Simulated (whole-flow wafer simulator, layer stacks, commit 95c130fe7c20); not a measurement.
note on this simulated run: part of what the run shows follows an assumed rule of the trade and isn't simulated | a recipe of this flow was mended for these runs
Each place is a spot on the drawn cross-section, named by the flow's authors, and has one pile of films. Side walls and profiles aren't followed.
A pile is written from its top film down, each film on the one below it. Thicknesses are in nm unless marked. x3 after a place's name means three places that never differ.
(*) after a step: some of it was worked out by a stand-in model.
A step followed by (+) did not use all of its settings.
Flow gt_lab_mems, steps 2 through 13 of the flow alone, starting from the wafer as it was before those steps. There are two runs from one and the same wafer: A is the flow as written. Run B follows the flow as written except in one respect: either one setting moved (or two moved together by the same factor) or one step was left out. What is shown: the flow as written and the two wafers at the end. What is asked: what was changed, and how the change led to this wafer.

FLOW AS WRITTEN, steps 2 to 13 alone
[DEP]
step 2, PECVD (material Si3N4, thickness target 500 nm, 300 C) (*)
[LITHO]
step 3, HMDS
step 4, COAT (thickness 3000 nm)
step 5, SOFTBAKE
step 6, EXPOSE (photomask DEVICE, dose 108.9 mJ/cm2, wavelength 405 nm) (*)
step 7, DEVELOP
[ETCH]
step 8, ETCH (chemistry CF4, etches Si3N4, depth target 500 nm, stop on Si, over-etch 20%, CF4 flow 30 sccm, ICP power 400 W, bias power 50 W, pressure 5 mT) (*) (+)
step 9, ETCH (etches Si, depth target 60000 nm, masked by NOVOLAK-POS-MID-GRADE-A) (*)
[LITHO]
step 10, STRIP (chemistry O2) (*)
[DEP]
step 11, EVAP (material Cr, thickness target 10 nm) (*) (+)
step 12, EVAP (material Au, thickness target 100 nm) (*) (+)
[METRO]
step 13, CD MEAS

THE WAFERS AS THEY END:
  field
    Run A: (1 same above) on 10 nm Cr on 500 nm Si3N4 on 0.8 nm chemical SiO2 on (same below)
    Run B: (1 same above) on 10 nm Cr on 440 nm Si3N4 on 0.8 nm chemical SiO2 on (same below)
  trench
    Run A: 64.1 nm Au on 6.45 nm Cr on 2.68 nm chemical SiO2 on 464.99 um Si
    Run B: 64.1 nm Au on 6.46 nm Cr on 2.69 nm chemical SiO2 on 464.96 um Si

What caused this: step 2, PECVD: thickness target 440 nm was run, though the flow has thickness target 500 nm.
The wafer lets one read it off: field has Si3N4 440, and step 2 as written asks for 500 nm.

The path from the change to this, step by step:
  step 2, PECVD (material Si3N4, thickness target 500 nm, 300 C) (*)
      field, trench: A +500 Si3N4 (new film) | B +440 Si3N4 (new film)
  step 8, ETCH (chemistry CF4, etches Si3N4, depth target 500 nm, stop on Si, over-etch 20%, CF4 flow 30 sccm, ICP power 400 W, bias power 50 W, pressure 5 mT) (*) (+)
      field: A -400 g/i-line-resist | B -352.6 g/i-line-resist
      trench: A -500 Si3N4 (all of it), -0.8 chemical SiO2 (all of it), -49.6 Si | B -440 Si3N4 (all of it), -0.8 chemical SiO2 (all of it), -79.6 Si
  step 10, STRIP (chemistry O2) (*)
      field: A -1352 g/i-line-resist (all of it) | B -1399.3 g/i-line-resist (all of it)
